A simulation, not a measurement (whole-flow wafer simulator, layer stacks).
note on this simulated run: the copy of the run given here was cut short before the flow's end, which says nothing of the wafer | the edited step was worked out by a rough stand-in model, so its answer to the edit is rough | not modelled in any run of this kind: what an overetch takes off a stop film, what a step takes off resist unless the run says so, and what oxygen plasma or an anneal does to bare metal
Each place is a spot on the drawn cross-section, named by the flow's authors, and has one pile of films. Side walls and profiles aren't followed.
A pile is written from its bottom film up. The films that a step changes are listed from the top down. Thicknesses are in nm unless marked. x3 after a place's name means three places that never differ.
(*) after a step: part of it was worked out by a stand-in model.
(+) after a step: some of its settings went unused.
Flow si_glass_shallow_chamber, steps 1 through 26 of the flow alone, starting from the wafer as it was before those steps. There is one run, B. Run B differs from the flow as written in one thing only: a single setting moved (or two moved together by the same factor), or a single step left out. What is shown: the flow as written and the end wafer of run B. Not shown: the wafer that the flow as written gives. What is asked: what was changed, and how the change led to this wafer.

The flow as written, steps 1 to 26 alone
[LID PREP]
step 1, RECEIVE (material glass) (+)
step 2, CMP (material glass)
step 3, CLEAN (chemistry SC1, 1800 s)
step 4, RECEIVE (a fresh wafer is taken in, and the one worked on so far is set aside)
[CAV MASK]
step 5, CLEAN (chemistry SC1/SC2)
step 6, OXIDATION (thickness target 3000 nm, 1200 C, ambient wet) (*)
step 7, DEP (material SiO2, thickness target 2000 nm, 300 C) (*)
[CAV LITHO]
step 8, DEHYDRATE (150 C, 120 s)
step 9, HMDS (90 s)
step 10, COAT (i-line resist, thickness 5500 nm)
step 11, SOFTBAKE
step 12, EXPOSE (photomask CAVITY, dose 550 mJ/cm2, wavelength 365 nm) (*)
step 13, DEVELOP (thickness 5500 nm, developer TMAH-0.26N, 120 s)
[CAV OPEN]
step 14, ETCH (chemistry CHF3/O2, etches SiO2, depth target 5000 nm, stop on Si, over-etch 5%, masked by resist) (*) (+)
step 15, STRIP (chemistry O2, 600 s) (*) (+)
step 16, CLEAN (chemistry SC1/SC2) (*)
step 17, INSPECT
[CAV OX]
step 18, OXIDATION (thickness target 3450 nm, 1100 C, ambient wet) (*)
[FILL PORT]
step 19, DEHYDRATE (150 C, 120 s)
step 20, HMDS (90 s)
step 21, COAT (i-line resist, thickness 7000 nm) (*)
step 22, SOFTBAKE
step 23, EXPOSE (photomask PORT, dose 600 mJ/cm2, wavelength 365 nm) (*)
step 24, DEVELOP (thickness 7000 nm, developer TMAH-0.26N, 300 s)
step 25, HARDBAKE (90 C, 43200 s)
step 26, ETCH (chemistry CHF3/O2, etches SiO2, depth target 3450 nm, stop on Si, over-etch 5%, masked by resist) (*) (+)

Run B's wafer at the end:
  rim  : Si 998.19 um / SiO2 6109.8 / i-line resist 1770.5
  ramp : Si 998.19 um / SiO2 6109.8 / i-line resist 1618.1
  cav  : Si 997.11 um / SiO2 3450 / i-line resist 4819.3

The reason: step 26, ETCH: over-etch 2.75% was run, while the flow as written has over-etch 5%.

The path from the change to this, step by step:
  step 26, ETCH (chemistry CHF3/O2, etches SiO2, depth target 3450 nm, stop on Si, over-etch 5%, masked by resist) (*) (+)
      rim, ramp, cav, ring: i-line resist loses 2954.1 (in the flow as written it would be: i-line resist loses 3018.8)
      port: SiO2 loses 3450 (all of it), Si loses 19 (in the flow as written it would be: SiO2 loses 3450 (all of it), Si loses 34.5)
      (as well as at 1 more place)
